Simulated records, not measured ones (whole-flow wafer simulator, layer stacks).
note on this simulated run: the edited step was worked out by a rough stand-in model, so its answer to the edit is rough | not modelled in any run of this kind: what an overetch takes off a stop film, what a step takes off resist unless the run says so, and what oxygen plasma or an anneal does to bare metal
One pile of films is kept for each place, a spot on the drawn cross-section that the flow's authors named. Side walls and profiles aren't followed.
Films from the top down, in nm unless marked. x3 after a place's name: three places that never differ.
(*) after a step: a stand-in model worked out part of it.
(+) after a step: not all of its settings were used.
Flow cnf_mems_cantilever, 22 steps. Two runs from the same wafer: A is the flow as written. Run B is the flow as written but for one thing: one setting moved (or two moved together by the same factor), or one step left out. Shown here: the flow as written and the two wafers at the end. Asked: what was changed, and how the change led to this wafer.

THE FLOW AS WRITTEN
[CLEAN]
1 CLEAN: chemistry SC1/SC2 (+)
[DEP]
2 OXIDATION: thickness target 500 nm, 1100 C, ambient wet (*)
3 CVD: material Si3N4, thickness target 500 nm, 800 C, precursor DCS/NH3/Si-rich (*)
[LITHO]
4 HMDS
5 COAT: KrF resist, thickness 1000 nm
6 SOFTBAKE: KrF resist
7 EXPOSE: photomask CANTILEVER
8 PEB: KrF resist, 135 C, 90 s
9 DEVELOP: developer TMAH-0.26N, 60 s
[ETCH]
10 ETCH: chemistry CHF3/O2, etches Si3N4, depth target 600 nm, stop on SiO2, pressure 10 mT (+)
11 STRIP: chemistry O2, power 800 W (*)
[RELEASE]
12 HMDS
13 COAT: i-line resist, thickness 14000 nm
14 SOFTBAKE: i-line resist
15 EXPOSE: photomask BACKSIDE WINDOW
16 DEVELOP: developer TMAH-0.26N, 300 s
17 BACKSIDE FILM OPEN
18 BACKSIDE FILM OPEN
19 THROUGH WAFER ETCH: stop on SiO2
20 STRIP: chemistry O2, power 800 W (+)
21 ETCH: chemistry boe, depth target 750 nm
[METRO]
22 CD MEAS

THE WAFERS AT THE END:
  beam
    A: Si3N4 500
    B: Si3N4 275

The cause: step 3, CVD: thickness target 275 nm was run, where the flow has thickness target 500 nm.
It can be read off the wafer: beam has Si3N4 275, and step 3 as written asks for 500 nm.

How the change led to this, step by step:
  3 CVD: material Si3N4, thickness target 500 nm, 800 C, precursor DCS/NH3/Si-rich (*)
      field, beam: A Si3N4 +500 (new film) | B Si3N4 +275 (new film)
  10 ETCH: chemistry CHF3/O2, etches Si3N4, depth target 600 nm, stop on SiO2, pressure 10 mT (+)
      field: A Si3N4 -500 (all of it) | B Si3N4 -275 (all of it)
      beam: A KrF resist -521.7 | B KrF resist -358.7
  11 STRIP: chemistry O2, power 800 W (*)
      beam: A KrF resist -419.9 (all of it) | B KrF resist -583 (all of it)
